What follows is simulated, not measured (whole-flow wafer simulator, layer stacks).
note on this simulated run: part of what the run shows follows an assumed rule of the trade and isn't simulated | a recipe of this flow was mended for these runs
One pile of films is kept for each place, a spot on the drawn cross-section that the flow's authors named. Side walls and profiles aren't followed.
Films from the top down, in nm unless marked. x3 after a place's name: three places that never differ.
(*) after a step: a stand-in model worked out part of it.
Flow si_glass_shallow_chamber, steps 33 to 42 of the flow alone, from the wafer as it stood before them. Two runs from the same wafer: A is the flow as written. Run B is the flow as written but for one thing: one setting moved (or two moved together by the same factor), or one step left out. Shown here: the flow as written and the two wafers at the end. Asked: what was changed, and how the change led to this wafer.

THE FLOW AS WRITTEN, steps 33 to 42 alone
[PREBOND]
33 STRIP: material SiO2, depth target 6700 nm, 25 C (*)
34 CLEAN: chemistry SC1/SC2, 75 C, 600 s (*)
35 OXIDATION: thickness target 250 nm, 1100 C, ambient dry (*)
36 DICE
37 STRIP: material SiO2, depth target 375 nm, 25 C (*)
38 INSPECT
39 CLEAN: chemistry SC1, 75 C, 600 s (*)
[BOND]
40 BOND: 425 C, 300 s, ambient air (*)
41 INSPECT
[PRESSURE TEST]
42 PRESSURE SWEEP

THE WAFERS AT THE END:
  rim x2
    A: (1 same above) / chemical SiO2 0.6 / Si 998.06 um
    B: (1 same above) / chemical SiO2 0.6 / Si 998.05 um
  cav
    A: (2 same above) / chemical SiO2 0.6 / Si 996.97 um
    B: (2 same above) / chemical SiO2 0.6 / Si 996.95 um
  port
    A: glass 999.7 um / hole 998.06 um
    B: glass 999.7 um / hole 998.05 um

The cause: step 35, OXIDATION: thickness target 286 nm was run, where the flow has thickness target 250 nm.

How the change led to this, step by step:
  35 OXIDATION: thickness target 250 nm, 1100 C, ambient dry (*)
      rim x2, cav, septum, ring: A SiO2 +250 (new film), chemical SiO2 -0.6 (all of it), Si -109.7 | B SiO2 +286 (new film), chemical SiO2 -0.6 (all of it), Si -125.6
  37 STRIP: material SiO2, depth target 375 nm, 25 C (*)
      rim x2, cav, septum, ring: A SiO2 -250 (all of it) | B SiO2 -286 (all of it)
